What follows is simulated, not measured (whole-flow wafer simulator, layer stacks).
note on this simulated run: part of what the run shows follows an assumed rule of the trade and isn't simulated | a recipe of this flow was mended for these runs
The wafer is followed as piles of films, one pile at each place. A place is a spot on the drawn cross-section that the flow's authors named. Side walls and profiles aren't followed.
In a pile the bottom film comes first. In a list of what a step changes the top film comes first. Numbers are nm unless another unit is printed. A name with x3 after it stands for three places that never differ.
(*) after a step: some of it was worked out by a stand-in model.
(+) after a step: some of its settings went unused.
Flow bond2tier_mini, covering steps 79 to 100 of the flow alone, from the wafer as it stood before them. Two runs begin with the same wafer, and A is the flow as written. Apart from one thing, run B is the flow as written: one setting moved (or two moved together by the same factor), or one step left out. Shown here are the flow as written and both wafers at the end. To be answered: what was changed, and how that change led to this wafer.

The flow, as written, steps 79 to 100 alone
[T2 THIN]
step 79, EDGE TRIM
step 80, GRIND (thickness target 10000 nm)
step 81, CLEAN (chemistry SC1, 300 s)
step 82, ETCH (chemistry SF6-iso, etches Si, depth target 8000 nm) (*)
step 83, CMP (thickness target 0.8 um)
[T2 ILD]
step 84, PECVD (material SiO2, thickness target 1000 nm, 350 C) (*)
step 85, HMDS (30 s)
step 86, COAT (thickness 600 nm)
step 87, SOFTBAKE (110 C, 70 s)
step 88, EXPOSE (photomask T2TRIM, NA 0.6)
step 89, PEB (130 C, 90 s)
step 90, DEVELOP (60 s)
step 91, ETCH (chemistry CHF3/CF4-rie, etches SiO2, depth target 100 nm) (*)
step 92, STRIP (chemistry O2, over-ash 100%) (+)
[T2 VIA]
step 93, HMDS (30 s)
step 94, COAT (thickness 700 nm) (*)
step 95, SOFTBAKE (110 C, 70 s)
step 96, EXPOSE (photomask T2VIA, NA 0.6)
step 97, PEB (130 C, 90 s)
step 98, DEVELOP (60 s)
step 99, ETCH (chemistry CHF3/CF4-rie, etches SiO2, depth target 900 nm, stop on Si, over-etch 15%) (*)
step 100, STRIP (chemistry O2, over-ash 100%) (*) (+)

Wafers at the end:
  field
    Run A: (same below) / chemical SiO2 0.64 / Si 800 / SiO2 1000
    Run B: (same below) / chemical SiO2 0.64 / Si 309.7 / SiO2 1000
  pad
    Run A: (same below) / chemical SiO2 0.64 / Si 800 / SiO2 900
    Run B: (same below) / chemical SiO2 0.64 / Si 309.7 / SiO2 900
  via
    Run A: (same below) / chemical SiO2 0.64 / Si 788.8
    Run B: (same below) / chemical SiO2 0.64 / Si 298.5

What caused this: step 82, ETCH: depth target 9690 nm was run, while the flow as written has depth target 8000 nm.

How this came from the change, step by step:
  step 82, ETCH (chemistry SF6-iso, etches Si, depth target 8000 nm) (*)
      field, pad, via: A chemical SiO2 loses 0.6 (all of it), Si loses 8000 | B chemical SiO2 loses 0.6 (all of it), Si loses 9690
  step 83, CMP (thickness target 0.8 um)
      field, pad, via: A Si loses 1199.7 | B nothing
